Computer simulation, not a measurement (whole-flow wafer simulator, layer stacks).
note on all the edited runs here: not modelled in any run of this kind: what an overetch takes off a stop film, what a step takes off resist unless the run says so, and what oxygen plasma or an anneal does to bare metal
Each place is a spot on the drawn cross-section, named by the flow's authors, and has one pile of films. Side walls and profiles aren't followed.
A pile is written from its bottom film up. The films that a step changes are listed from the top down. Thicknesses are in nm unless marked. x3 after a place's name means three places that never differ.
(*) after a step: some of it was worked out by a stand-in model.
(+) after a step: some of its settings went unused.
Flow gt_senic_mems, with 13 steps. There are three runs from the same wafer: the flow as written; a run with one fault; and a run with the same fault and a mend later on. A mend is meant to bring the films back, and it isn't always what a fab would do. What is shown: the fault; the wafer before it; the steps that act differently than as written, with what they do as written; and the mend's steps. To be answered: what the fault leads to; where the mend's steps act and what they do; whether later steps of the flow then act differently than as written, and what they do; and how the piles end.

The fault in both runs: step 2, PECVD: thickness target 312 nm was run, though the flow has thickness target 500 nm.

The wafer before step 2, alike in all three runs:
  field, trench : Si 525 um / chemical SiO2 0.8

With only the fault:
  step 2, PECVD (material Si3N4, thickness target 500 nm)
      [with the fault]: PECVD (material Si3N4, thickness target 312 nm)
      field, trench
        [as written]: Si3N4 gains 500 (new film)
        [with the fault]: Si3N4 gains 312 (new film)
  Steps further on in the flow that do not act as written (not shown: 2 more steps that differ only slightly, by at most 2% or 0.5 nm, whichever is larger):
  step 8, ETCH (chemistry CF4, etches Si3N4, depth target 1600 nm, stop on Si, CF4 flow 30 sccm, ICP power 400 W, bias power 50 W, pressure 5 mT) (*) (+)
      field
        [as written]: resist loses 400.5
        [with the fault]: resist loses 275.2
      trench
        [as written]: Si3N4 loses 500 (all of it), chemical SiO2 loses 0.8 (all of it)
        [with the fault]: Si3N4 loses 312 (all of it), chemical SiO2 loses 0.8 (all of it)
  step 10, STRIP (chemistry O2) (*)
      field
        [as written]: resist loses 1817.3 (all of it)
        [with the fault]: resist loses 1942.6 (all of it)
  At field, the piles at the end differ from the flow's by more than 2% or 0.5 nm, whichever is larger.
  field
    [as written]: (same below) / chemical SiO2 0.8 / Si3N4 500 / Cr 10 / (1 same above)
    [with the fault]: (same below) / chemical SiO2 0.8 / Si3N4 312 / Cr 10 / (1 same above)

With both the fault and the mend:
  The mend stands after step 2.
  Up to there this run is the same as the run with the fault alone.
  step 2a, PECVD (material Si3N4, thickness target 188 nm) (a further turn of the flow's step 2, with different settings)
      field, trench
        Si3N4 gains 188
  None of the later steps of the flow acts differently than as written at any place that is followed.
  At every place that both follow, the piles at the end match the flow's.
